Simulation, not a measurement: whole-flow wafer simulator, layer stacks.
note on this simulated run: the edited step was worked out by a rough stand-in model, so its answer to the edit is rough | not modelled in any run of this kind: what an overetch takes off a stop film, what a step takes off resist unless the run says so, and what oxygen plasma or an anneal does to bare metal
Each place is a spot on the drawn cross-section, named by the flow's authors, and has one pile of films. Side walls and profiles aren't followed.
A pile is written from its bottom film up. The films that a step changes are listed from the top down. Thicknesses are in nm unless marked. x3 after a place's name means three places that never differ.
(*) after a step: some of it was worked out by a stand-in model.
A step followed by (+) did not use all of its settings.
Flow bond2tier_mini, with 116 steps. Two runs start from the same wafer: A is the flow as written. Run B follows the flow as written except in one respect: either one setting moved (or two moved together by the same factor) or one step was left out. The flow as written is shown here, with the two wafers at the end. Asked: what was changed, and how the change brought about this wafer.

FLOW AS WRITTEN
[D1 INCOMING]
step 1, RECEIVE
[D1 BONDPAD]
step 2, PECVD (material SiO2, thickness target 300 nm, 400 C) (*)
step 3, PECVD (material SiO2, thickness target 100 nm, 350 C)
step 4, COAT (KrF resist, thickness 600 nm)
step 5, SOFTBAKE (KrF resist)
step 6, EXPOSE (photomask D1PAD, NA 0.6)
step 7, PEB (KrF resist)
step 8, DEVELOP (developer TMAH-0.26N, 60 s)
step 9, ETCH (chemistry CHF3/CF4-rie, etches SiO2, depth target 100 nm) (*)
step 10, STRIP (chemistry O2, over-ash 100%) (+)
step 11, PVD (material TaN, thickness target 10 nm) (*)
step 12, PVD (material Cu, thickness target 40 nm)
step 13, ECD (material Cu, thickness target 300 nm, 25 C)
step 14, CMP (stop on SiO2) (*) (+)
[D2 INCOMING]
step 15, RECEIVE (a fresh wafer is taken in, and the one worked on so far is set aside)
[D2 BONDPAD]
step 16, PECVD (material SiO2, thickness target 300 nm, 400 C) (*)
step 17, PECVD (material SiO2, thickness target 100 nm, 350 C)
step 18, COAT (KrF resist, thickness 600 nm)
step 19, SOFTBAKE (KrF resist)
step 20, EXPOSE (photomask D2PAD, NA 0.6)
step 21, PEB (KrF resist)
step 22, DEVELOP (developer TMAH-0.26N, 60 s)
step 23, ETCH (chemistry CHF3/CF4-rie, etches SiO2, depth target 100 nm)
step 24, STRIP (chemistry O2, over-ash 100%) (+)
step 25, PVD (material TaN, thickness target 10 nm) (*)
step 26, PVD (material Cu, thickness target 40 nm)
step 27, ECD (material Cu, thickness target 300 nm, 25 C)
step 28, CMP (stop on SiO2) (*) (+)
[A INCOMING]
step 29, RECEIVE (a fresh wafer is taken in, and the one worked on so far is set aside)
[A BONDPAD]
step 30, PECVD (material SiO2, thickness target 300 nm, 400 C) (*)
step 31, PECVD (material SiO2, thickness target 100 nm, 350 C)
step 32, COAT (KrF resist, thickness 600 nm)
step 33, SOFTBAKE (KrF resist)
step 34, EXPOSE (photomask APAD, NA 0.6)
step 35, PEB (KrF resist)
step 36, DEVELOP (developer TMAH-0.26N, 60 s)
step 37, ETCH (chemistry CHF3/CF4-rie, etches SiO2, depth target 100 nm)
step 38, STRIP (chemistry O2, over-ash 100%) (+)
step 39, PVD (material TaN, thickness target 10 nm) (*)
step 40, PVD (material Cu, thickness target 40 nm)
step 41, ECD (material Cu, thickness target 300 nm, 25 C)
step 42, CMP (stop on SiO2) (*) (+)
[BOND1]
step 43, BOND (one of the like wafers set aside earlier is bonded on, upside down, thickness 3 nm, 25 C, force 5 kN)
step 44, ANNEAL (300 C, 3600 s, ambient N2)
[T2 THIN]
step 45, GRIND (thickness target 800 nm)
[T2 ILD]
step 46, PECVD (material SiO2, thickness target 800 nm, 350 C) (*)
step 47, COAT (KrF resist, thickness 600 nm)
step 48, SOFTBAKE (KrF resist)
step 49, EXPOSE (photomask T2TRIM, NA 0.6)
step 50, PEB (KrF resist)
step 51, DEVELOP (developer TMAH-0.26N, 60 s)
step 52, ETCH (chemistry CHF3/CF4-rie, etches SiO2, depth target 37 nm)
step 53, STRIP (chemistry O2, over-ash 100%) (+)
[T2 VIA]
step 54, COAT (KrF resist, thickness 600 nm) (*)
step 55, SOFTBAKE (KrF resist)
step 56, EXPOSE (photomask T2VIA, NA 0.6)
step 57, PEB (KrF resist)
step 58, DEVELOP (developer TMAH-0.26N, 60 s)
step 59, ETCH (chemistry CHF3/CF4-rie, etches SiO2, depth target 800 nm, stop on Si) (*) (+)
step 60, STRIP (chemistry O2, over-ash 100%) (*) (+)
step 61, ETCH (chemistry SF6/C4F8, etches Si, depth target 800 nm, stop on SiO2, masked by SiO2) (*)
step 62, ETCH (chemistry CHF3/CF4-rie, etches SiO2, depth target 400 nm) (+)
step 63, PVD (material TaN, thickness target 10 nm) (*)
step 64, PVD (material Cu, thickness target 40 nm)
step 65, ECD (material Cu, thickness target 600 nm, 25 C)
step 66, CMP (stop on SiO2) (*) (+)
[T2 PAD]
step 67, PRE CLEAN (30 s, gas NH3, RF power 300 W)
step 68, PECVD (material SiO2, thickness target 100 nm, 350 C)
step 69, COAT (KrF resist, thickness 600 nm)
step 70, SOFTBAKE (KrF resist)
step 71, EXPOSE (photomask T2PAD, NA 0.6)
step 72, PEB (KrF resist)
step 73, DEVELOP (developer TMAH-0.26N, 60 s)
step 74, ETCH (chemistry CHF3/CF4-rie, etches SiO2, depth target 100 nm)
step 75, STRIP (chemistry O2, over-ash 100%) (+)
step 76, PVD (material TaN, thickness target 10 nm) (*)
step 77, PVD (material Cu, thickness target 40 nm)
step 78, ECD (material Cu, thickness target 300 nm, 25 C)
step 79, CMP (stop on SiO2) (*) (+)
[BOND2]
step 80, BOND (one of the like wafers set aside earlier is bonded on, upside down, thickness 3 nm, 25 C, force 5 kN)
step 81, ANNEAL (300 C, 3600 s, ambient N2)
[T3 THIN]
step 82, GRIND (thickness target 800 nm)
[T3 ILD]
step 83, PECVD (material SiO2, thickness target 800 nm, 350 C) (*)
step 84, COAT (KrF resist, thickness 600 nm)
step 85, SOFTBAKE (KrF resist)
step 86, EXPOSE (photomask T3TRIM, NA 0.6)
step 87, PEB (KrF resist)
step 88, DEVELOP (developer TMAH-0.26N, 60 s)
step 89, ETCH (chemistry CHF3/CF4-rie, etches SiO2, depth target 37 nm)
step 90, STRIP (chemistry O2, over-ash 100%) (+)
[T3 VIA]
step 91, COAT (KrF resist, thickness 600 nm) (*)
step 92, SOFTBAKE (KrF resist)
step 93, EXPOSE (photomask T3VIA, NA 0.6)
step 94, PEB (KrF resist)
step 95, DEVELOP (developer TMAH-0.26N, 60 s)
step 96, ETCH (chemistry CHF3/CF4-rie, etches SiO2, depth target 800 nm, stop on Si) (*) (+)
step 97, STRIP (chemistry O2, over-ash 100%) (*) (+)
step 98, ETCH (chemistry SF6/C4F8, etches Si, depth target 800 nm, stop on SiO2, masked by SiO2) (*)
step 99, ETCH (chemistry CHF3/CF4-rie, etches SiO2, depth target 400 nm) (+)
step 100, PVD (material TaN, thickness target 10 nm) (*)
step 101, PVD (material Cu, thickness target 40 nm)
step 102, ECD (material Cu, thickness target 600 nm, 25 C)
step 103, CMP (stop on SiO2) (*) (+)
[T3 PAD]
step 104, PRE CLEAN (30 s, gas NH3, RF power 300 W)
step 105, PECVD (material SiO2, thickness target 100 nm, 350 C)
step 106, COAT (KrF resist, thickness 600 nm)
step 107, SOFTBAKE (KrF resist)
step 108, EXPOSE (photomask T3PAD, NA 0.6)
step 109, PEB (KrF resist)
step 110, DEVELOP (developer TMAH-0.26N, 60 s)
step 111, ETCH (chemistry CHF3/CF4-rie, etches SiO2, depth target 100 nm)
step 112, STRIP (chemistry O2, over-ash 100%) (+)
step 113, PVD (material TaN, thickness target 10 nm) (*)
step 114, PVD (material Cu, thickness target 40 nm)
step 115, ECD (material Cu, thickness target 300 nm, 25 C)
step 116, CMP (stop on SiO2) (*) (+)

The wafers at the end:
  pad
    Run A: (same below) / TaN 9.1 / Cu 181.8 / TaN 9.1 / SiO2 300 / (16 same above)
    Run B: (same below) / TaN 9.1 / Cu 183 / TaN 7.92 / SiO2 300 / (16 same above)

Cause: step 11, PVD: thickness target 8.7 nm was run, whereas the flow has thickness target 10 nm.

The path from the change to this, step by step:
  step 11, PVD (material TaN, thickness target 10 nm) (*)
      field: A TaN gains 10 (new film) | B TaN gains 8.7 (new film)
      pad: A TaN gains 9.1 (new film) | B TaN gains 7.92 (new film)
      (and at 1 other place as well)
  step 14, CMP (stop on SiO2) (*) (+)
      field: A Cu loses 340 (all of it), TaN loses 10 (all of it) | B Cu loses 340 (all of it), TaN loses 8.7 (all of it)
  step 43, BOND (one of the like wafers set aside earlier is bonded on, upside down, thickness 3 nm, 25 C, force 5 kN)
      pad: A Si gains 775 um (new film), chemical SiO2 gains 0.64 (new film), SiO2 gains 300 (new film), TaN gains 9.1 (new film), Cu gains 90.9 | B Si gains 775 um (new film), chemical SiO2 gains 0.64 (new film), SiO2 gains 300 (new film), TaN gains 7.92 (new film), Cu gains 92.1
      via: A Si gains 775 um (new film), chemical SiO2 gains 0.64 (new film), SiO2 gains 300 (new film), TaN gains 9.97 (new film), Cu gains 90 | B Si gains 775 um (new film), chemical SiO2 gains 0.64 (new film), SiO2 gains 300 (new film), TaN gains 8.68 (new film), Cu gains 91.3
